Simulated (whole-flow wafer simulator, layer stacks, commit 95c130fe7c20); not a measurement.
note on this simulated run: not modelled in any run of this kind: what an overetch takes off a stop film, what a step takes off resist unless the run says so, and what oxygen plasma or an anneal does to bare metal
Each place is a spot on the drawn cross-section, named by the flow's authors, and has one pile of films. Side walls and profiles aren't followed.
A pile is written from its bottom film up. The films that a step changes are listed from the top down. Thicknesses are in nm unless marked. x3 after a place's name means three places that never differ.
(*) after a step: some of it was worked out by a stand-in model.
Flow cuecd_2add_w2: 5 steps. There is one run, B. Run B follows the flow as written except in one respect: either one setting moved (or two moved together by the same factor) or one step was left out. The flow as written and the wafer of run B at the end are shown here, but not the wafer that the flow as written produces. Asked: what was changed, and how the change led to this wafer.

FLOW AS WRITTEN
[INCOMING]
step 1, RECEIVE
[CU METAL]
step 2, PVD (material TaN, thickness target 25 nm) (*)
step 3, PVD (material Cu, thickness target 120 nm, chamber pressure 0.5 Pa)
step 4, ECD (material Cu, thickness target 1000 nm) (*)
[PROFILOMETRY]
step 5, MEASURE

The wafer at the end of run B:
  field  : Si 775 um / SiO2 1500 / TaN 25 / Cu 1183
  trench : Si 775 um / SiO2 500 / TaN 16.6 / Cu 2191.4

Cause: step 3, PVD: thickness target 183 nm was run, though the flow has thickness target 120 nm.

How this came from the change, step by step:
  step 3, PVD (material Cu, thickness target 120 nm, chamber pressure 0.5 Pa)
      field: +183 Cu (new film) (as written it would have been: +120 Cu (new film))
      trench: +122.8 Cu (new film) (as written it would have been: +80.8 Cu (new film))
